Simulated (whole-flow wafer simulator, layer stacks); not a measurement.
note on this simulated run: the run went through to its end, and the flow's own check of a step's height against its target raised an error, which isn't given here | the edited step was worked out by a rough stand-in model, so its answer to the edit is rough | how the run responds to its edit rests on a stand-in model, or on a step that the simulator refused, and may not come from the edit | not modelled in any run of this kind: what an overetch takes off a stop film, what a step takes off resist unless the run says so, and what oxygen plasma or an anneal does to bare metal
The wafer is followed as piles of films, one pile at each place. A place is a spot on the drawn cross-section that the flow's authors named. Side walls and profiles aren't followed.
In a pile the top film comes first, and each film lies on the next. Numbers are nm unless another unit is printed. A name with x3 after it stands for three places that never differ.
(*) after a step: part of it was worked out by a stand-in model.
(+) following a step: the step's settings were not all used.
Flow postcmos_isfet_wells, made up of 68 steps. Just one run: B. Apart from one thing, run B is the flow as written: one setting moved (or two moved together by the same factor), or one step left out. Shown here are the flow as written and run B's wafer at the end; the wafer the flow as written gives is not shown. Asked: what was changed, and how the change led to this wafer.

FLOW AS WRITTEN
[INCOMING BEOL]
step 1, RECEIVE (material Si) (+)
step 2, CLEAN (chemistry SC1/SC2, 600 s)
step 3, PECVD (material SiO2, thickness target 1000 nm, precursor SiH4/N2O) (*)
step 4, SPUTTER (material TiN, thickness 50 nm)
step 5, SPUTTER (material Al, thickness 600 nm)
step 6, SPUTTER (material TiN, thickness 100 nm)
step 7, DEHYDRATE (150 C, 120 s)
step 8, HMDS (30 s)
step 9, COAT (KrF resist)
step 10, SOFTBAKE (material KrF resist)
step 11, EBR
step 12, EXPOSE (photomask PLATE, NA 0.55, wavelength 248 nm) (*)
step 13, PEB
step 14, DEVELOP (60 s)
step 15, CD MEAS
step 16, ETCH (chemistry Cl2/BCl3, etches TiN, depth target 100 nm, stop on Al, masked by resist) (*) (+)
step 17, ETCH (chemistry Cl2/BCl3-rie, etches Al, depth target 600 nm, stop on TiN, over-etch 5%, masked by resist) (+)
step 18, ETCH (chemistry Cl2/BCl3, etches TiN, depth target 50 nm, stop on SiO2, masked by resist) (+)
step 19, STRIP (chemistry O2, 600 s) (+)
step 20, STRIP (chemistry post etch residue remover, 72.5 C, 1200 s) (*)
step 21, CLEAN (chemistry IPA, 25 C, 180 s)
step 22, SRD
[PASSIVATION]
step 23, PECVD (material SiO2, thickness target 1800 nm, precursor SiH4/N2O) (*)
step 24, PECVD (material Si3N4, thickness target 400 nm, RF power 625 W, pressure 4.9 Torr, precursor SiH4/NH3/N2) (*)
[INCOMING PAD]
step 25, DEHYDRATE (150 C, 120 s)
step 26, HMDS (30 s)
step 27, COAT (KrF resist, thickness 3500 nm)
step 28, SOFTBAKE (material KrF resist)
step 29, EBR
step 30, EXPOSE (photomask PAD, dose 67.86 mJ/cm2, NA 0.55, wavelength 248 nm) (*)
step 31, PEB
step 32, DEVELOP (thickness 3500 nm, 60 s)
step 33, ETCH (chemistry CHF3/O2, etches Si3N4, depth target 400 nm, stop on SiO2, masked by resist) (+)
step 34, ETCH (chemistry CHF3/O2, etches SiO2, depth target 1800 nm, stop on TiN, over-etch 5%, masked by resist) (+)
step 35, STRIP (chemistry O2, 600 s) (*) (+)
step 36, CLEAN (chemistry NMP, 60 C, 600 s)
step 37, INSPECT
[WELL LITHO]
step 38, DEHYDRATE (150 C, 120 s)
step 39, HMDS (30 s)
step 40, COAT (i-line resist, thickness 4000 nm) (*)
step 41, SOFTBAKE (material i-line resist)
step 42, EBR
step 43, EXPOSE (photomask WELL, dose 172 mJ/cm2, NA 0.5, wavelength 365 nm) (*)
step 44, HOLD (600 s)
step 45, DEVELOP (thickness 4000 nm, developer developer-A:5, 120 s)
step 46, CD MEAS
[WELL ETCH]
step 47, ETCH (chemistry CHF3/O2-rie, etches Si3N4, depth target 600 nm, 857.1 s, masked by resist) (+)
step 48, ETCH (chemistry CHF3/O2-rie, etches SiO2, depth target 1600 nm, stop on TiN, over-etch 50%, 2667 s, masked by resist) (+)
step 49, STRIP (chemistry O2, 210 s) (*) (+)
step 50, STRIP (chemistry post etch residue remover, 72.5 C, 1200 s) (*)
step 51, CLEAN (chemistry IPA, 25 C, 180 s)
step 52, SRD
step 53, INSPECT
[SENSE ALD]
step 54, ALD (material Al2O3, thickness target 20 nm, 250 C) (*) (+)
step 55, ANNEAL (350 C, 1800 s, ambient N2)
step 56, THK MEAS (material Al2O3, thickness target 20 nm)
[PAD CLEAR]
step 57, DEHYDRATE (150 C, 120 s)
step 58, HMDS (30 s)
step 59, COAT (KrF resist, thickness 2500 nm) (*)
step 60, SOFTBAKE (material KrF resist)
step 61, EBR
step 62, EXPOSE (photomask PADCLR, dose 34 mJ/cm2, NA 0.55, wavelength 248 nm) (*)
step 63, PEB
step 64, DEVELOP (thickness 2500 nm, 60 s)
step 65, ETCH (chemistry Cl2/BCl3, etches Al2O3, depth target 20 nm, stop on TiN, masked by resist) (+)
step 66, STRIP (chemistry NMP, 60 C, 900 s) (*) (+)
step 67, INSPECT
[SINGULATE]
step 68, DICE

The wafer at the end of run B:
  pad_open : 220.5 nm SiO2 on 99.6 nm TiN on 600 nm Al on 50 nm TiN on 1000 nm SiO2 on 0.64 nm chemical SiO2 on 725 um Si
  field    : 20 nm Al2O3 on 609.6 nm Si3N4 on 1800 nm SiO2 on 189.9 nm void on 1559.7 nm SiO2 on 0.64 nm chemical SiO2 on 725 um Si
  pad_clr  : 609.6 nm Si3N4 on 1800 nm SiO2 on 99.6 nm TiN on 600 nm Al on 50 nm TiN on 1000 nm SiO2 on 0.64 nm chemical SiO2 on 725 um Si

Cause: step 24, PECVD: thickness target 610 nm was run, while the flow as written has thickness target 400 nm.

The path from the change to this, step by step:
  step 24, PECVD (material Si3N4, thickness target 400 nm, RF power 625 W, pressure 4.9 Torr, precursor SiH4/NH3/N2) (*)
      field, margin, well900, well1300 x3, pad_rim, pad_clr, pad_open: Si3N4 gains 610 (new film) (in the flow as written it would be: Si3N4 gains 400 (new film))
  step 33, ETCH (chemistry CHF3/O2, etches Si3N4, depth target 400 nm, stop on SiO2, masked by resist) (+)
      pad_open: Si3N4 loses 400 (in the flow as written it would be: Si3N4 loses 400 (all of it))
  step 34, ETCH (chemistry CHF3/O2, etches SiO2, depth target 1800 nm, stop on TiN, over-etch 5%, masked by resist) (+)
      pad_open: Si3N4 loses 210 (all of it), SiO2 loses 1579.5 (in the flow as written it would be: SiO2 loses 1800 (all of it))
  step 47, ETCH (chemistry CHF3/O2-rie, etches Si3N4, depth target 600 nm, 857.1 s, masked by resist) (+)
      well900, well1300 x3: Si3N4 loses 600 (in the flow as written it would be: Si3N4 loses 400 (all of it), SiO2 loses 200)
  step 48, ETCH (chemistry CHF3/O2-rie, etches SiO2, depth target 1600 nm, stop on TiN, over-etch 50%, 2667 s, masked by resist) (+)
      well900, well1300 x3: Si3N4 loses 10 (all of it), SiO2 loses 1800 (all of it) (in the flow as written it would be: SiO2 loses 1600 (all of it))
  step 59, COAT (KrF resist, thickness 2500 nm) (*)
      field: KrF resist gains 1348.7 (new film) (in the flow as written it would be: KrF resist gains 1449 (new film))
      margin: KrF resist gains 1348.6 (new film) (in the flow as written it would be: KrF resist gains 1448.9 (new film))
  step 63, PEB
      field, margin: KrF resist loses 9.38 (in the flow as written it would be: KrF resist loses 10.1)
  step 66, STRIP (chemistry NMP, 60 C, 900 s) (*) (+)
      field: KrF resist loses 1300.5 (all of it) (in the flow as written it would be: KrF resist loses 1400.1 (all of it))
      margin: KrF resist loses 1300.4 (all of it) (in the flow as written it would be: KrF resist loses 1400.1 (all of it))
